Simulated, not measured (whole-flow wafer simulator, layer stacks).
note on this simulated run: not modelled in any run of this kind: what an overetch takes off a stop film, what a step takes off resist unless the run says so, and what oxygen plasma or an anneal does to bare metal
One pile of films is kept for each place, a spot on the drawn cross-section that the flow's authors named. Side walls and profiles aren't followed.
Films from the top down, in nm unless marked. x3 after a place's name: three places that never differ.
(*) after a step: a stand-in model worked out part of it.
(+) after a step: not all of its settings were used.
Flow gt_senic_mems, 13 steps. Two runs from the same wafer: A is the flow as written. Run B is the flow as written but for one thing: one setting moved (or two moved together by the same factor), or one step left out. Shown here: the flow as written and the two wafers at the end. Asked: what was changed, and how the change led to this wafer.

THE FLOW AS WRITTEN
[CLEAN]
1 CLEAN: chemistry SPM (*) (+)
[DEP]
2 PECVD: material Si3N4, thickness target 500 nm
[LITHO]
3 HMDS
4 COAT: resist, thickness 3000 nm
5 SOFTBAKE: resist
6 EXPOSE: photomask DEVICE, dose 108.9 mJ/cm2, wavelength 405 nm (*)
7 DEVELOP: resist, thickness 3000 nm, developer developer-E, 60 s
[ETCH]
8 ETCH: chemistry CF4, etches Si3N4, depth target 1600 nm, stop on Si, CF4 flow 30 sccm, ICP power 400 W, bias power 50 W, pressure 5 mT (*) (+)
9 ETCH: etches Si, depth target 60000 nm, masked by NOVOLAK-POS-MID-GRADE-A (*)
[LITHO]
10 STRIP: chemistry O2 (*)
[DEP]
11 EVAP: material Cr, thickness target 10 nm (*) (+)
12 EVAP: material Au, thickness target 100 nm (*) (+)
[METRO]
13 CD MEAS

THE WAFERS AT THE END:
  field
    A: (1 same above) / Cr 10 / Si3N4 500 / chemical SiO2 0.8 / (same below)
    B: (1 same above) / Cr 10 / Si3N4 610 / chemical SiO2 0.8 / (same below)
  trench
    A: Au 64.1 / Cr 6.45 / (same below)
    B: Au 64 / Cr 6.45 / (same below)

The cause: step 2, PECVD: thickness target 610 nm was run, where the flow has thickness target 500 nm.
It can be read off the wafer: field has Si3N4 610, and step 2 as written asks for 500 nm.

How the change led to this, step by step:
  2 PECVD: material Si3N4, thickness target 500 nm
      field, trench: A Si3N4 +500 (new film) | B Si3N4 +610 (new film)
  8 ETCH: chemistry CF4, etches Si3N4, depth target 1600 nm, stop on Si, CF4 flow 30 sccm, ICP power 400 W, bias power 50 W, pressure 5 mT (*) (+)
      field: A resist -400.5 | B resist -473.9
      trench: A Si3N4 -500 (all of it), chemical SiO2 -0.8 (all of it) | B Si3N4 -610 (all of it), chemical SiO2 -0.8 (all of it)
  10 STRIP: chemistry O2 (*)
      field: A resist -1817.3 (all of it) | B resist -1744 (all of it)
